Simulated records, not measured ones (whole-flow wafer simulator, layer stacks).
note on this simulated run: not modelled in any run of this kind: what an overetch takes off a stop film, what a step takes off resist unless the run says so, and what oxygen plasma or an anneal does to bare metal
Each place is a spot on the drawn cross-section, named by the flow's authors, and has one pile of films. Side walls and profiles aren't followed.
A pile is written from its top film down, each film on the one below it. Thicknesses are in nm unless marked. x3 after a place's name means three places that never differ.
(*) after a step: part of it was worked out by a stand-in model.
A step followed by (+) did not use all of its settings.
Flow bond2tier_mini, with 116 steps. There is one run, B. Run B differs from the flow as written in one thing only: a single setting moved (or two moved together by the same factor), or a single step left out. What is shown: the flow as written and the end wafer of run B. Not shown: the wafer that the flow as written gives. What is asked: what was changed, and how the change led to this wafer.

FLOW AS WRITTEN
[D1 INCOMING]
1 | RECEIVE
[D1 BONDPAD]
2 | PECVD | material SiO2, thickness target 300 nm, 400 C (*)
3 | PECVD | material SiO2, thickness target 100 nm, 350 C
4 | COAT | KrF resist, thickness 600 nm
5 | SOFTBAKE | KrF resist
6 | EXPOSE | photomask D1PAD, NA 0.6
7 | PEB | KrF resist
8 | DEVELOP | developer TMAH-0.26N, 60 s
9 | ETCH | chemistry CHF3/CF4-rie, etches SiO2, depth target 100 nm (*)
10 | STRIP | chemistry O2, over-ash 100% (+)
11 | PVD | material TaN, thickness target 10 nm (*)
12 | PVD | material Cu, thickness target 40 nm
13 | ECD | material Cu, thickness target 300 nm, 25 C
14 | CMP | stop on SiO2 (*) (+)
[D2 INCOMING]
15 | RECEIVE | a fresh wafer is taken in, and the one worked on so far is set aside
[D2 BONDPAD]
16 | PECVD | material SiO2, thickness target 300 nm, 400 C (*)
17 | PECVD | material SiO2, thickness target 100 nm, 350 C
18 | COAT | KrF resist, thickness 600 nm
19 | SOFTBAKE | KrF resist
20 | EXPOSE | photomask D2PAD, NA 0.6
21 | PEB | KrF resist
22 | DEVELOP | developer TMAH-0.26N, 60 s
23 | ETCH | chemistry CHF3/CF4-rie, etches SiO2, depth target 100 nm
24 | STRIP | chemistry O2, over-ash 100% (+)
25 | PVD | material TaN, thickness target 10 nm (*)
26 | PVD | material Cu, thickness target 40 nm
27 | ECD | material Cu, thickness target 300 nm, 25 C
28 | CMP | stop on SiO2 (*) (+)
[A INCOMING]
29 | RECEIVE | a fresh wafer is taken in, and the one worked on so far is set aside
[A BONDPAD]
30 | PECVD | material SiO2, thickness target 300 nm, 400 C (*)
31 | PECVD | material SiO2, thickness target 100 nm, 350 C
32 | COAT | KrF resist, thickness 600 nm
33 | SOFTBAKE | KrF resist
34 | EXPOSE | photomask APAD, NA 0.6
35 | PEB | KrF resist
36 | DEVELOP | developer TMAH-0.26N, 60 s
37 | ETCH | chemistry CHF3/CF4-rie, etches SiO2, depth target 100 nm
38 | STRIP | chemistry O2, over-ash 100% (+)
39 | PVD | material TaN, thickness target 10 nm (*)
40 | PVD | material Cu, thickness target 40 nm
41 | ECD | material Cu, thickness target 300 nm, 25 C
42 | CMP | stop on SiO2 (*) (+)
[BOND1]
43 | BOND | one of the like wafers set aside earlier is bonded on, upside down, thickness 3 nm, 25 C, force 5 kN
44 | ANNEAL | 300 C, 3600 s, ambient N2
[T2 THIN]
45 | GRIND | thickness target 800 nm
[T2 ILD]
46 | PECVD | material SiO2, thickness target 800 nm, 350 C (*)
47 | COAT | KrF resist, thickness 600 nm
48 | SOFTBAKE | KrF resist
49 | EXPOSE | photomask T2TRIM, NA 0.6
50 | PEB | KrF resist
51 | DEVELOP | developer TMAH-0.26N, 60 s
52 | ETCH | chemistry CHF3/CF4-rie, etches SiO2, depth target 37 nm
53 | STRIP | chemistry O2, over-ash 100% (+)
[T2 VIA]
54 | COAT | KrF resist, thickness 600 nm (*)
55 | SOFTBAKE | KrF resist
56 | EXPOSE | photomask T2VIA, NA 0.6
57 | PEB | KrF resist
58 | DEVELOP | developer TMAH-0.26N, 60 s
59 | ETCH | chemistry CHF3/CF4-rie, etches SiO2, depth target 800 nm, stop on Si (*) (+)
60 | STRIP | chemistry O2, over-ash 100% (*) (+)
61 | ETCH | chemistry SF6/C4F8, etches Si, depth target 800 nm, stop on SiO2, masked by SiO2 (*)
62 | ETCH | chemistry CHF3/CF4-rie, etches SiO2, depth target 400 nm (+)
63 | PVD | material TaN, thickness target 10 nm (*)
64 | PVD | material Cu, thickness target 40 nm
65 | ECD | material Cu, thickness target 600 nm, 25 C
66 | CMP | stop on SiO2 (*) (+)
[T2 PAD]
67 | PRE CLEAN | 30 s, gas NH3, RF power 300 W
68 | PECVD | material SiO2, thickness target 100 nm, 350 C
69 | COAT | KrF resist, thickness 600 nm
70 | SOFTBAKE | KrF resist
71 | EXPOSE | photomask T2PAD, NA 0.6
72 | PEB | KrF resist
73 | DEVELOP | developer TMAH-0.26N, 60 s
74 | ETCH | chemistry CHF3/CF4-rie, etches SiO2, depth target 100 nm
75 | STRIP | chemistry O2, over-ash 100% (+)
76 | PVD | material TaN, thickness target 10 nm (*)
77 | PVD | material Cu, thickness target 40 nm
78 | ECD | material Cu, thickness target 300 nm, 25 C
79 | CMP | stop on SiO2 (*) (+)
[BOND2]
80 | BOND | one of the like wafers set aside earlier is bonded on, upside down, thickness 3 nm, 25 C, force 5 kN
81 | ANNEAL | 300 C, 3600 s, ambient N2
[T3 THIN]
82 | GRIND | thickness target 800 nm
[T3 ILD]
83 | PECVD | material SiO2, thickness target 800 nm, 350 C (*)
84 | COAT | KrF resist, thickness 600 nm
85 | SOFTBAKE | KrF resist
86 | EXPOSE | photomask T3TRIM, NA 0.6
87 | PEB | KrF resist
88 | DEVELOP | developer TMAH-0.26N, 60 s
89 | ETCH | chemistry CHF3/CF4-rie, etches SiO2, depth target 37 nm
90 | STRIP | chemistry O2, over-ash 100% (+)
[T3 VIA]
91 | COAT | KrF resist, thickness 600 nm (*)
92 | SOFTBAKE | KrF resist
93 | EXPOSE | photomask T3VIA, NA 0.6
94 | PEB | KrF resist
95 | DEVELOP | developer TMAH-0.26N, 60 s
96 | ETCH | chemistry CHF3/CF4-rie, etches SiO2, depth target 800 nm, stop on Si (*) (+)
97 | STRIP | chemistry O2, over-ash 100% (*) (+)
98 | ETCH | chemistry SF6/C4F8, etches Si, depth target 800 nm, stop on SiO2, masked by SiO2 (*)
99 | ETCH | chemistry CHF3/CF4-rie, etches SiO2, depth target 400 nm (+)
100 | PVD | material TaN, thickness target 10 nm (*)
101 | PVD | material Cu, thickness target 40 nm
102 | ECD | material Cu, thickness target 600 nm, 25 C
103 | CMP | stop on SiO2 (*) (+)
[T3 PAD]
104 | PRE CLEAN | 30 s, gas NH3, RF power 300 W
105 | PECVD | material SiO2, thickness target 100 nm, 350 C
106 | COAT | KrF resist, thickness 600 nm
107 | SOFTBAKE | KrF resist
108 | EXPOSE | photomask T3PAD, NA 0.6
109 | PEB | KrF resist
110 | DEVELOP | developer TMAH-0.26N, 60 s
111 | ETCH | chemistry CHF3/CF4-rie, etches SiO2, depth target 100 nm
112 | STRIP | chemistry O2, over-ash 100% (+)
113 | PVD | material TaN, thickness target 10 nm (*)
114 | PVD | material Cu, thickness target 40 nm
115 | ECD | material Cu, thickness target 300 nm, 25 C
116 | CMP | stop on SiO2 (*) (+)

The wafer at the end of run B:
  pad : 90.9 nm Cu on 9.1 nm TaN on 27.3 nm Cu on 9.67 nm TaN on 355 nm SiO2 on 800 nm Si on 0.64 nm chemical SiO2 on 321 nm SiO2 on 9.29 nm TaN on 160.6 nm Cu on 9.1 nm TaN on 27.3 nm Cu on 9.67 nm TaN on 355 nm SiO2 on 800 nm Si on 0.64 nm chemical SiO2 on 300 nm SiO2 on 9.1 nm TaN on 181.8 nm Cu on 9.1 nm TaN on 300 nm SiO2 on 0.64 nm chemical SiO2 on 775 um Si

The reason: step 23, ETCH: depth target 79 nm was run, whereas the flow has depth target 100 nm.

The path from the change to this, step by step:
  23 | ETCH | chemistry CHF3/CF4-rie, etches SiO2, depth target 100 nm
      pad, via: SiO2 loses 79 (as written it would have been: SiO2 loses 100)
      field: KrF resist loses 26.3 (as written it would have been: KrF resist loses 33.3)
  27 | ECD | material Cu, thickness target 300 nm, 25 C
      pad: Cu gains 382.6 (as written it would have been: Cu gains 404.5)
      via: Cu gains 379.1 (as written it would have been: Cu gains 400.2)
  80 | BOND | one of the like wafers set aside earlier is bonded on, upside down, thickness 3 nm, 25 C, force 5 kN
      pad: Si gains 775 um (new film), chemical SiO2 gains 0.64 (new film), SiO2 gains 321 (new film), TaN gains 9.29 (new film), Cu gains 69.7 (as written it would have been: Si gains 775 um (new film), chemical SiO2 gains 0.64 (new film), SiO2 gains 300 (new film), TaN gains 9.1 (new film), Cu gains 90.9)
